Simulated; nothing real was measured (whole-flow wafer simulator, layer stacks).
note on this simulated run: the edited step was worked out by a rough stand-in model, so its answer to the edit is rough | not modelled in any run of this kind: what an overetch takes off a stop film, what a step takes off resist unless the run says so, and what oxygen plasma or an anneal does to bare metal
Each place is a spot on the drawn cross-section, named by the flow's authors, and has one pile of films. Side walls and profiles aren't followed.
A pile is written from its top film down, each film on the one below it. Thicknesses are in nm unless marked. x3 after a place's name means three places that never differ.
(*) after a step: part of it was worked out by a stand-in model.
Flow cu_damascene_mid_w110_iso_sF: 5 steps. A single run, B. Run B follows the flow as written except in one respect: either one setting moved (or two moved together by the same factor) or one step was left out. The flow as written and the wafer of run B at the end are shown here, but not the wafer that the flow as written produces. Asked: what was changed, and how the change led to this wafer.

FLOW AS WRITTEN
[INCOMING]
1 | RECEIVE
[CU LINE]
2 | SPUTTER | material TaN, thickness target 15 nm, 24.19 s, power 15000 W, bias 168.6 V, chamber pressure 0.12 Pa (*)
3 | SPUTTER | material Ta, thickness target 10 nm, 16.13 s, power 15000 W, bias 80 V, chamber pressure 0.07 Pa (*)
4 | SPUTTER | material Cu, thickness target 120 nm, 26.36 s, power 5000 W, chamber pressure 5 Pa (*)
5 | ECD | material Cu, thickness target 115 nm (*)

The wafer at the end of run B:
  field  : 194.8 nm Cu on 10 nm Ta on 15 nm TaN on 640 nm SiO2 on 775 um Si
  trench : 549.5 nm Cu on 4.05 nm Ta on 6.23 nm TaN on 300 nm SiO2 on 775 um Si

What caused this: step 5, ECD: thickness target 74.8 nm was run, whereas the flow has thickness target 115 nm.

How this came from the change, step by step:
  5 | ECD | material Cu, thickness target 115 nm (*)
      field: Cu gains 74.8 (it would be, as written: Cu gains 115)
      trench: Cu gains 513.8 (it would be, as written: Cu gains 554)
